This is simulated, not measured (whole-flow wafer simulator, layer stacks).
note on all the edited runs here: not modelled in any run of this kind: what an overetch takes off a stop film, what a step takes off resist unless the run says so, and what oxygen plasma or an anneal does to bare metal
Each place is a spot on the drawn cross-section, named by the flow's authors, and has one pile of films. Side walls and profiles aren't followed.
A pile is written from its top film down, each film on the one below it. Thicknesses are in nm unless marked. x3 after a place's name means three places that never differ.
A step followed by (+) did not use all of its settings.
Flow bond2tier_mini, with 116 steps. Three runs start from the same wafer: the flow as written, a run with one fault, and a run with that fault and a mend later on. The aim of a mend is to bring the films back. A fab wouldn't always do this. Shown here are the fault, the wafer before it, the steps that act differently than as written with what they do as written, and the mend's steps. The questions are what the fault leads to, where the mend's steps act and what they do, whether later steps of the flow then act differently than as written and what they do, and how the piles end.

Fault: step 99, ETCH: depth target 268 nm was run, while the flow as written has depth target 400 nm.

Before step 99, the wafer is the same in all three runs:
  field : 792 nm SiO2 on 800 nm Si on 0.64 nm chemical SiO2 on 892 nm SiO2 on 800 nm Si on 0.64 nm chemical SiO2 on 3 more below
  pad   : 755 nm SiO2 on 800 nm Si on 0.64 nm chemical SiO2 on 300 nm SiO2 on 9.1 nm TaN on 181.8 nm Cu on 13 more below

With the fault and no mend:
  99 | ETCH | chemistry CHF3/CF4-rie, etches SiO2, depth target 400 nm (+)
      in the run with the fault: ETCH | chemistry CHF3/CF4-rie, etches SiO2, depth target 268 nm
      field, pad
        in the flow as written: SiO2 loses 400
        in the run with the fault: SiO2 loses 268
  Later steps of the flow that are run all act as written at every place that is followed.
  The piles end different from the flow's at field, pad by more than 2% or 0.5 nm, whichever is larger.
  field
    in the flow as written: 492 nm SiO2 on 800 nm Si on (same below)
    in the run with the fault: 624 nm SiO2 on 800 nm Si on (same below)
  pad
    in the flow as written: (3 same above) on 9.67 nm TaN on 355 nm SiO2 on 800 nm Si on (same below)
    in the run with the fault: (3 same above) on 9.67 nm TaN on 487 nm SiO2 on 800 nm Si on (same below)

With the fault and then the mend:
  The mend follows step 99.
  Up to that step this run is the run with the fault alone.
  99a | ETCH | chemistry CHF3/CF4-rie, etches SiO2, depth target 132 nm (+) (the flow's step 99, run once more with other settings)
      field, pad
        SiO2 loses 132
  Later steps of the flow that are run all act as written at every place that is followed.
  At every place that both follow, the piles at the end match the flow's.
